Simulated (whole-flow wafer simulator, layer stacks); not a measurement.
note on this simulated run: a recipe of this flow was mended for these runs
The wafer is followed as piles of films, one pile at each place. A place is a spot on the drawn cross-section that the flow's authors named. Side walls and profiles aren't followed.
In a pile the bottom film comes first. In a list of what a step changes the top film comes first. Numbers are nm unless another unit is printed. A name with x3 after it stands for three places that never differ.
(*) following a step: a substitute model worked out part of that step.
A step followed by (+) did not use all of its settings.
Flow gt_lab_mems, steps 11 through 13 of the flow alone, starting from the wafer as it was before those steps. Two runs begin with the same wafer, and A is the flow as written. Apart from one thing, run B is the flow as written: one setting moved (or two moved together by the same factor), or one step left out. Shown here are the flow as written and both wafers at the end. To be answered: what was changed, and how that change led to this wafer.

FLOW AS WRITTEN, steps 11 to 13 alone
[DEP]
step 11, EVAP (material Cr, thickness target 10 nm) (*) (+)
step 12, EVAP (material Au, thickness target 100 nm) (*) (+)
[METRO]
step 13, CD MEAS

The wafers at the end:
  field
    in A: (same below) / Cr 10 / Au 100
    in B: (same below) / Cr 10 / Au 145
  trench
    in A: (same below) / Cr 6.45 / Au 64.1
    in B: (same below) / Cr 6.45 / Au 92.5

What caused this: step 12, EVAP: thickness target 145 nm was run, whereas the flow has thickness target 100 nm.
The wafer lets one read it off: field has Au 145, and step 12 as written asks for 100 nm.

The path from the change to this, step by step:
  step 12, EVAP (material Au, thickness target 100 nm) (*) (+)
      field: A +100 Au (new film) | B +145 Au (new film)
      trench: A +64.1 Au (new film) | B +92.5 Au (new film)
